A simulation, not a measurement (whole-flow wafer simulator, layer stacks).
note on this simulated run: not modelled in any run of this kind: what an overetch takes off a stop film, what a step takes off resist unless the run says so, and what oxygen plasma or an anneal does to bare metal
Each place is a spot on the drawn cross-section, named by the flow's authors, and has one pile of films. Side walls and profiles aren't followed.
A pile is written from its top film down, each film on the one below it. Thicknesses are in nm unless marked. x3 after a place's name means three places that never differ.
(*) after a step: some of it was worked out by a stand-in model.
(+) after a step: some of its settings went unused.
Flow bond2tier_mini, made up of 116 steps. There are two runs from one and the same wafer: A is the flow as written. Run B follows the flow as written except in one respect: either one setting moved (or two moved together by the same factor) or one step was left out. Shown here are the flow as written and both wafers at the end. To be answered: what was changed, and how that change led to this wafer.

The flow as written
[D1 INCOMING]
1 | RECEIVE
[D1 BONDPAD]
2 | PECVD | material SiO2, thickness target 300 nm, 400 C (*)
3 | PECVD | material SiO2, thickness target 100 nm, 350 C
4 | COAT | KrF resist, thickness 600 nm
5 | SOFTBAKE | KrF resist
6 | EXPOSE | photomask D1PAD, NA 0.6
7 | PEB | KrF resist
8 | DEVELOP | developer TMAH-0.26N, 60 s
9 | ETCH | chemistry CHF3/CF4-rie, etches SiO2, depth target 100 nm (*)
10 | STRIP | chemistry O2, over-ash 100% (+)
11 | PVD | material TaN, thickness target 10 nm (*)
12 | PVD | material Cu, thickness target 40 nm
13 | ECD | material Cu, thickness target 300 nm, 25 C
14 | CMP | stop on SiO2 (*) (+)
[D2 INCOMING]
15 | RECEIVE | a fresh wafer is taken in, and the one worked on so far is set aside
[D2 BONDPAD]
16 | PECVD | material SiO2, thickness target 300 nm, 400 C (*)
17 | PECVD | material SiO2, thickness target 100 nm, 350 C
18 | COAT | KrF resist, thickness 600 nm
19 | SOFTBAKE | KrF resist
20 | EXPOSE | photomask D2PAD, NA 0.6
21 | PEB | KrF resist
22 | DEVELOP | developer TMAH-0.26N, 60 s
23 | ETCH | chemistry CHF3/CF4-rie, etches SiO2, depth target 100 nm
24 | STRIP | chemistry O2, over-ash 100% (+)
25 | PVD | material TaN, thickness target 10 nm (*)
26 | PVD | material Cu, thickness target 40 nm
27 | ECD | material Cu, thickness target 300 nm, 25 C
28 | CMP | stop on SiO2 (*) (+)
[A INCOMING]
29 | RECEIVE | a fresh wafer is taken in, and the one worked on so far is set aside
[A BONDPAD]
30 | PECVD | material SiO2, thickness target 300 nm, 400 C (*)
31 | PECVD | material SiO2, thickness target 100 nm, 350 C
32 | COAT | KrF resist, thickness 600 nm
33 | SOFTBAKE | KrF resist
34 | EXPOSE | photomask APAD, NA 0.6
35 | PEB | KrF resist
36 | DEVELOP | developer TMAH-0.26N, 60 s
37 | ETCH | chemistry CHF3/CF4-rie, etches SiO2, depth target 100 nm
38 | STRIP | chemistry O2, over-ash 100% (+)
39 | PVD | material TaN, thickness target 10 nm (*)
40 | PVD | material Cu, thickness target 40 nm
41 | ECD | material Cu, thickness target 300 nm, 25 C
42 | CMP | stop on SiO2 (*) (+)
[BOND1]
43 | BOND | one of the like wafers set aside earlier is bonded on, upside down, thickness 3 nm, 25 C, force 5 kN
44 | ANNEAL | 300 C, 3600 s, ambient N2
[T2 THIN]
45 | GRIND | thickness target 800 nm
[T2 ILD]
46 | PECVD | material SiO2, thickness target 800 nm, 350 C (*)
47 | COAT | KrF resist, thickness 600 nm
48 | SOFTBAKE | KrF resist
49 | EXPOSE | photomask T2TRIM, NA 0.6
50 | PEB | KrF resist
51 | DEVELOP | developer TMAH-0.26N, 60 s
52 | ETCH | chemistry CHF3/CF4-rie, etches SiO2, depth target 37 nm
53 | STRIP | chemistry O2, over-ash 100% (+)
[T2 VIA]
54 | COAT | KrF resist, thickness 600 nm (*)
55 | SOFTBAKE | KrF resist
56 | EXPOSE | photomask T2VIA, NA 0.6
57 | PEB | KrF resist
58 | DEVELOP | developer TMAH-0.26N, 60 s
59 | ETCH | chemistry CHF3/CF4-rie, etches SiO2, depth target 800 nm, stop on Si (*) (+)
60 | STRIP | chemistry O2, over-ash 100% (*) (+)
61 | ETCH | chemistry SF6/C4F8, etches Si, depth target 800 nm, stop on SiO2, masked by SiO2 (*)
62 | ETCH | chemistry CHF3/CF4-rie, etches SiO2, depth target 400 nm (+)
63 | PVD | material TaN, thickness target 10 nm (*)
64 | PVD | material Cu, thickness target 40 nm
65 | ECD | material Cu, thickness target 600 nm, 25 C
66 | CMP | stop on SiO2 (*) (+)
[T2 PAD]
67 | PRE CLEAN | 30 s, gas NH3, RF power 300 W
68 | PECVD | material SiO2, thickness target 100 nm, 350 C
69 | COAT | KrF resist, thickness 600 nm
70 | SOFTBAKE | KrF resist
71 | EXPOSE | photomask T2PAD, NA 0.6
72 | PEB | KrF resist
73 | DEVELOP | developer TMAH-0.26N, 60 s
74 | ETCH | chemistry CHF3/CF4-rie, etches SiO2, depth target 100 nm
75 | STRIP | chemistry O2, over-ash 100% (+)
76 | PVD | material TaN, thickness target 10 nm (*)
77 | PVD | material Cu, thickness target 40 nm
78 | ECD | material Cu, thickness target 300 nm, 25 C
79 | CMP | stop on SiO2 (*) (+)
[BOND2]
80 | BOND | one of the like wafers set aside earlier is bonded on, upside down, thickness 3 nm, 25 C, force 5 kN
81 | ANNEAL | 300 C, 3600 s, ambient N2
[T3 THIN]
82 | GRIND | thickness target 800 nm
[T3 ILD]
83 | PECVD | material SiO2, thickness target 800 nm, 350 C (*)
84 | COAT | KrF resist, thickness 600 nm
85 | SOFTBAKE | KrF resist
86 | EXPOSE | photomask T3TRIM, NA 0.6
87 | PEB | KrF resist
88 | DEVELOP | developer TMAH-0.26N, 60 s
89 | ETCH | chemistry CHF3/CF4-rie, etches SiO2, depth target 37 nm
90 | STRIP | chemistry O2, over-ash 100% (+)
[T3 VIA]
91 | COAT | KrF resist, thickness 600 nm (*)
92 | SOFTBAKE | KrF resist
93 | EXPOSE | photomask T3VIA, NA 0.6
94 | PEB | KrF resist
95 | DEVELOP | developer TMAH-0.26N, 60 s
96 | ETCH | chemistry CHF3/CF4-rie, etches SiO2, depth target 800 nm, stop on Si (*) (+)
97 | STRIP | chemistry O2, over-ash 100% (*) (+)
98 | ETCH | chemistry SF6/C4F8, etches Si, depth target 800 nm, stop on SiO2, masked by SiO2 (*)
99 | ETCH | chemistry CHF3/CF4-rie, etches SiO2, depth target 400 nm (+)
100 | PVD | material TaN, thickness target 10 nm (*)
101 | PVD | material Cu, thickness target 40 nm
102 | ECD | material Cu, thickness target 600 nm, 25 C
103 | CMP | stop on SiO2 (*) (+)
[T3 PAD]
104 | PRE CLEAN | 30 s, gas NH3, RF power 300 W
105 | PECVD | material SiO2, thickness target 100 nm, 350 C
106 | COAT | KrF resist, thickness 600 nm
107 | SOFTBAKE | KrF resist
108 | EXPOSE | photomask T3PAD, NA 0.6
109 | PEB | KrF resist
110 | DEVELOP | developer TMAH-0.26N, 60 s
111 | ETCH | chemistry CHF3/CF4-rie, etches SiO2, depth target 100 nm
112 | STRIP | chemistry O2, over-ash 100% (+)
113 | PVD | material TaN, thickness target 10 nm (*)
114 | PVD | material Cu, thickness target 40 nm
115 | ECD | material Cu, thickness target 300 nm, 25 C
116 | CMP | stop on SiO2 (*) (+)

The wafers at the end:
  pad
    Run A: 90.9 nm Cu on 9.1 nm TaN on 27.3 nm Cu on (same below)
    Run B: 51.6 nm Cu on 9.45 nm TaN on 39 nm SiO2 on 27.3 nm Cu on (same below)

What caused this: step 111, ETCH: depth target 61 nm was run, whereas the flow has depth target 100 nm.

The path from the change to this, step by step:
  111 | ETCH | chemistry CHF3/CF4-rie, etches SiO2, depth target 100 nm
      pad: A SiO2 loses 100 (all of it) | B SiO2 loses 61
      field: A KrF resist loses 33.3 | B KrF resist loses 20.3
  112 | STRIP | chemistry O2, over-ash 100% (+)
      field: A KrF resist loses 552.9 (all of it) | B KrF resist loses 565.9 (all of it)
  114 | PVD | material Cu, thickness target 40 nm
      pad: A Cu gains 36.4 (new film) | B Cu gains 37.8 (new film)
  115 | ECD | material Cu, thickness target 300 nm, 25 C
      pad: A Cu gains 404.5 | B Cu gains 363.8
Taking metal films that touch as one body, pad has 4 bodies (between them, from the top down: SiO2 39; SiO2 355 / Si 800 / chemical SiO2 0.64 / SiO2 300; SiO2 355 / Si 800 / chemical SiO2 0.64 / SiO2 300); the flow as written gives 3 bodies (between them, from the top down: SiO2 355 / Si 800 / chemical SiO2 0.64 / SiO2 300; SiO2 355 / Si 800 / chemical SiO2 0.64 / SiO2 300).
